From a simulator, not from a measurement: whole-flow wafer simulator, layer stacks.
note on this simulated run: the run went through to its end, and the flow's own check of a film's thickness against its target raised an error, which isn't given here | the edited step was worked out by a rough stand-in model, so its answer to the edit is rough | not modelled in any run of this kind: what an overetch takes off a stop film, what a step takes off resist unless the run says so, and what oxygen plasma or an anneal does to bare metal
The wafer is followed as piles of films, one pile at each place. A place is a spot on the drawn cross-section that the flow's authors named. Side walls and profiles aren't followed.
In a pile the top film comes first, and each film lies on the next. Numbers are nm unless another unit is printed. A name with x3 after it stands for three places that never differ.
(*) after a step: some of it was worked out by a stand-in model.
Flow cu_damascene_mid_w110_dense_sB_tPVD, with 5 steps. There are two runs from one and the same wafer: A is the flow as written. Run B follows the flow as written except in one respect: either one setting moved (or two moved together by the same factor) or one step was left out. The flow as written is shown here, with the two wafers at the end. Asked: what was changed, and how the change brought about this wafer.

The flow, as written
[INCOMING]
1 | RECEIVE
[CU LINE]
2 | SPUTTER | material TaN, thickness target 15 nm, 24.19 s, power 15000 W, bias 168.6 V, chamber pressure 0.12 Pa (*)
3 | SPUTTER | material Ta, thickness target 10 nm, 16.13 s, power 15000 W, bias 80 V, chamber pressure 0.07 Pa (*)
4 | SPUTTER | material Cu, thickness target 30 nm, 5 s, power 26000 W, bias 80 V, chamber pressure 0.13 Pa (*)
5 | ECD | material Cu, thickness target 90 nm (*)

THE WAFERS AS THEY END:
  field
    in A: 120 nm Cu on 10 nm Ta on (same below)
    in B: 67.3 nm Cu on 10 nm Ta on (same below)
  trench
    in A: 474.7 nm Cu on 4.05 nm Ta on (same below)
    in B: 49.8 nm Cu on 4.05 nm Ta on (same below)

Cause: step 5, ECD: thickness target 37.3 nm was run, though the flow has thickness target 90 nm.

Step by step, how the change led to this:
  5 | ECD | material Cu, thickness target 90 nm (*)
      field: A +90 Cu | B +37.3 Cu
      trench: A +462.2 Cu | B +37.3 Cu
